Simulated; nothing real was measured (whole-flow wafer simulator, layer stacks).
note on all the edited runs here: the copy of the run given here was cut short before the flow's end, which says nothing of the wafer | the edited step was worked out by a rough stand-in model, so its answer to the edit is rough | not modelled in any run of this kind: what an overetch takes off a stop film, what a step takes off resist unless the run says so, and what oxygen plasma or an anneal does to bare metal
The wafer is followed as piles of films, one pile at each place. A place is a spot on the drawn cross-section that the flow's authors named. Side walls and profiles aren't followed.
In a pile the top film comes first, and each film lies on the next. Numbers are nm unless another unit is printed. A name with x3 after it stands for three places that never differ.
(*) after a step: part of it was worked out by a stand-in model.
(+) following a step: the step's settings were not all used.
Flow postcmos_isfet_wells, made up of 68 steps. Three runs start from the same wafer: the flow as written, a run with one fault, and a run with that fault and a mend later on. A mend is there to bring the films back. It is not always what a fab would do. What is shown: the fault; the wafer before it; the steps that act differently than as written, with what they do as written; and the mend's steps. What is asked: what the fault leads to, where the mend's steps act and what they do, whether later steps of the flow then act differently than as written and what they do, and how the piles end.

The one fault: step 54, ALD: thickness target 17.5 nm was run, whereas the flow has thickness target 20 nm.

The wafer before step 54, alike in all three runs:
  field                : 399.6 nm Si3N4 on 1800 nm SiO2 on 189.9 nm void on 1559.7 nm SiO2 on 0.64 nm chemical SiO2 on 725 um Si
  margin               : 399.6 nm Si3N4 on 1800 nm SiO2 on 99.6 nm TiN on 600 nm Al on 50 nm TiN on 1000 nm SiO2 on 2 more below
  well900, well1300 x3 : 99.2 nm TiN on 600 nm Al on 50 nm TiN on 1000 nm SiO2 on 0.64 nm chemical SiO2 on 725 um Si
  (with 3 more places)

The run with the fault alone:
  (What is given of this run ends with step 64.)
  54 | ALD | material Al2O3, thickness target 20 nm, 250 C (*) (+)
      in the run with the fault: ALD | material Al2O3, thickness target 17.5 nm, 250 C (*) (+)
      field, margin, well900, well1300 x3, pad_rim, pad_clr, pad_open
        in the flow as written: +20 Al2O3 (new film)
        in the run with the fault: +17.5 Al2O3 (new film)
  Later steps of the flow up to step 64 that are run all act as written at every place that is followed, up to a difference of at most 2% or 0.5 nm, whichever is larger.
  After step 64, at field, margin, pad_rim, pad_clr, pad_open, the piles differ from the flow's by more than 2% or 0.5 nm, whichever is larger.
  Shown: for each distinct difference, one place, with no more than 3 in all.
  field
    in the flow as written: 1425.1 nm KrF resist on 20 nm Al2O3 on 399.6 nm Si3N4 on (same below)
    in the run with the fault: 1418.6 nm KrF resist on 17.5 nm Al2O3 on 399.6 nm Si3N4 on (same below)
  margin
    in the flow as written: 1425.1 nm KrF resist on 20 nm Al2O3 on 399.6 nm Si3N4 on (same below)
    in the run with the fault: 1418.5 nm KrF resist on 17.5 nm Al2O3 on 399.6 nm Si3N4 on (same below)
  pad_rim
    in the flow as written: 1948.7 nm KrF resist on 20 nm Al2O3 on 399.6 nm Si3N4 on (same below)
    in the run with the fault: 1949 nm KrF resist on 17.5 nm Al2O3 on 399.6 nm Si3N4 on (same below)

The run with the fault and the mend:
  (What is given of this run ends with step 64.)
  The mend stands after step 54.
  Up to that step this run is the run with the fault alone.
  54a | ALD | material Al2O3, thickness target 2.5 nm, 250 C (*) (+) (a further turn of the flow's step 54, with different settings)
      field, margin, well900, well1300 x3, pad_rim, pad_clr, pad_open
        +2.5 Al2O3
  Later steps of the flow up to step 64 that are run all act as written at every place that is followed.
  The piles after step 64 are the same as the flow's at every place that both follow.
